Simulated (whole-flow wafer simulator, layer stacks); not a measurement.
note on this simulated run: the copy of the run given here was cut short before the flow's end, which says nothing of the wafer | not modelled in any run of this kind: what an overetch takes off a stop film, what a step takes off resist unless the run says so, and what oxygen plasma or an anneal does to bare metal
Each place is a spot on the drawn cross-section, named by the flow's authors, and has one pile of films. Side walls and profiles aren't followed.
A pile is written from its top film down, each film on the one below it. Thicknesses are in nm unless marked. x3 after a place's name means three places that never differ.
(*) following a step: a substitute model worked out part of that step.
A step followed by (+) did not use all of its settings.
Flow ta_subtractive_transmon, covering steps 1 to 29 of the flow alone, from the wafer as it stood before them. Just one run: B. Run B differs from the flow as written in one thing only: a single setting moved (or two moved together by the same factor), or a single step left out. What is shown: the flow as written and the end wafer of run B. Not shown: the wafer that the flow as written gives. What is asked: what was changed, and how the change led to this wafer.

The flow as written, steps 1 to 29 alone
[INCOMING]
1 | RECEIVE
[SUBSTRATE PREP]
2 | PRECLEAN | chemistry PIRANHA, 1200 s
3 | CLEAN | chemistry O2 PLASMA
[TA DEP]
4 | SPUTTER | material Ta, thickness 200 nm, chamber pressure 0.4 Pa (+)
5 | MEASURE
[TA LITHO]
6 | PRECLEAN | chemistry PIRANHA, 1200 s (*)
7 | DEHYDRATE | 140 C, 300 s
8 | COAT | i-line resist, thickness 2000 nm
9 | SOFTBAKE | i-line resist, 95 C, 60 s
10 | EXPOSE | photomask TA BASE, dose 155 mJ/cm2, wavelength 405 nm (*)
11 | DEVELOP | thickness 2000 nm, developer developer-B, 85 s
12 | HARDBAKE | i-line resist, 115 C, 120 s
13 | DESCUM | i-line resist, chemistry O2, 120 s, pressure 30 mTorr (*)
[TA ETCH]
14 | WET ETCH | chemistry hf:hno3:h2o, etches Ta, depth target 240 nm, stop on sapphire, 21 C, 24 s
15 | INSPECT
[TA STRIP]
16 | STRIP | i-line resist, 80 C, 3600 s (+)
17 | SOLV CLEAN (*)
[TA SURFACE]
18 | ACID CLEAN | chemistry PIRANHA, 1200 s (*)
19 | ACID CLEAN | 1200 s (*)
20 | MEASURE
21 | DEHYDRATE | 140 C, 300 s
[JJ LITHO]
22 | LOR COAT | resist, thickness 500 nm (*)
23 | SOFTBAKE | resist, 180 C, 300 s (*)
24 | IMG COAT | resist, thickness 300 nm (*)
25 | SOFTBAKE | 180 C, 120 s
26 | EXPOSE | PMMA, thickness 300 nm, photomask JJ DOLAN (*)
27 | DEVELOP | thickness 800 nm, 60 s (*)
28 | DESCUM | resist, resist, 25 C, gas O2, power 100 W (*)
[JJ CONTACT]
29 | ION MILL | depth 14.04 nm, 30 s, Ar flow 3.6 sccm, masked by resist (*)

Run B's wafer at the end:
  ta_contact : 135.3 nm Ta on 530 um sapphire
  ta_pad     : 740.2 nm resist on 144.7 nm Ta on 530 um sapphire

What caused this: step 4, SPUTTER: thickness 145 nm was run, whereas the flow has thickness 200 nm.

The path from the change to this, step by step:
  4 | SPUTTER | material Ta, thickness 200 nm, chamber pressure 0.4 Pa (+)
      field x2, jj_line, lead, ta_contact, ta_pad: +145 Ta (new film) (it would be, as written: +200 Ta (new film))
  14 | WET ETCH | chemistry hf:hno3:h2o, etches Ta, depth target 240 nm, stop on sapphire, 21 C, 24 s
      field x2, jj_line, lead: -145 Ta (all of it) (it would be, as written: -200 Ta (all of it))
  22 | LOR COAT | resist, thickness 500 nm (*)
      lead: +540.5 resist (new film) (it would be, as written: +554.8 resist (new film))
      ta_contact: +458.2 resist (new film) (it would be, as written: +443.8 resist (new film))
  27 | DEVELOP | thickness 800 nm, 60 s (*)
      lead: -849.6 resist (all of it) (it would be, as written: -867.4 resist (all of it))
      ta_contact: -749.2 resist (all of it) (it would be, as written: -731.2 resist (all of it))
